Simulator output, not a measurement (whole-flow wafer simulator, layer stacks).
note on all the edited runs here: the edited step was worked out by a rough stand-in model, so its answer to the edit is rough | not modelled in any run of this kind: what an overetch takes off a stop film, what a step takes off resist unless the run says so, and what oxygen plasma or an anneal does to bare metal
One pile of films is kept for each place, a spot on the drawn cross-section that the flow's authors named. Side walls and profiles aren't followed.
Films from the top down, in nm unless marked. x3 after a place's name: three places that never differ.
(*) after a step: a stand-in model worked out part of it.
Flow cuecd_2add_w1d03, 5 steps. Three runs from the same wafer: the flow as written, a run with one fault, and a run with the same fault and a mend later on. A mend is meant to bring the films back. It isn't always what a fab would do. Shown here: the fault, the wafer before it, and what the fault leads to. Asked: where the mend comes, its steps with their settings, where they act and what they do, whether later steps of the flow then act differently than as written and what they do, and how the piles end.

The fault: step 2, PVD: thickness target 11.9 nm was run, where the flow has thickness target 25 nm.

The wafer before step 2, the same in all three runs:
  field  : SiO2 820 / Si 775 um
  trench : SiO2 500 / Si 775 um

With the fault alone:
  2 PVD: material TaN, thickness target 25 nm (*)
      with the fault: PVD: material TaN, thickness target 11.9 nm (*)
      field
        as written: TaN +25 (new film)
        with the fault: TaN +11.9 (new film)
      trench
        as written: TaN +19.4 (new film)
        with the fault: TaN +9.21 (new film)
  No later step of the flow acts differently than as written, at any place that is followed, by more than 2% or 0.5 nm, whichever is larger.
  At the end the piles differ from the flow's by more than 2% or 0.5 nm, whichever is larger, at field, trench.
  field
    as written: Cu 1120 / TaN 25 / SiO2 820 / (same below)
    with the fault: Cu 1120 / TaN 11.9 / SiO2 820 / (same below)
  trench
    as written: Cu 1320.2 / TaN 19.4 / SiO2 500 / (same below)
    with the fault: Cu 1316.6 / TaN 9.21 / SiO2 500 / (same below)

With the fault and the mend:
  The mend comes after step 2.
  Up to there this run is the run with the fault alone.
  2a PVD: material TaN, thickness target 13.1 nm (*) (the flow's step 2 once more, with other settings)
      field
        TaN +13.1
      trench
        TaN +10.1
  No later step of the flow acts differently than as written, at any place that is followed, by more than 2% or 0.5 nm, whichever is larger.
  At the end the piles differ from the flow's only slightly at the places that both follow, by at most 2% or 0.5 nm, whichever is larger.
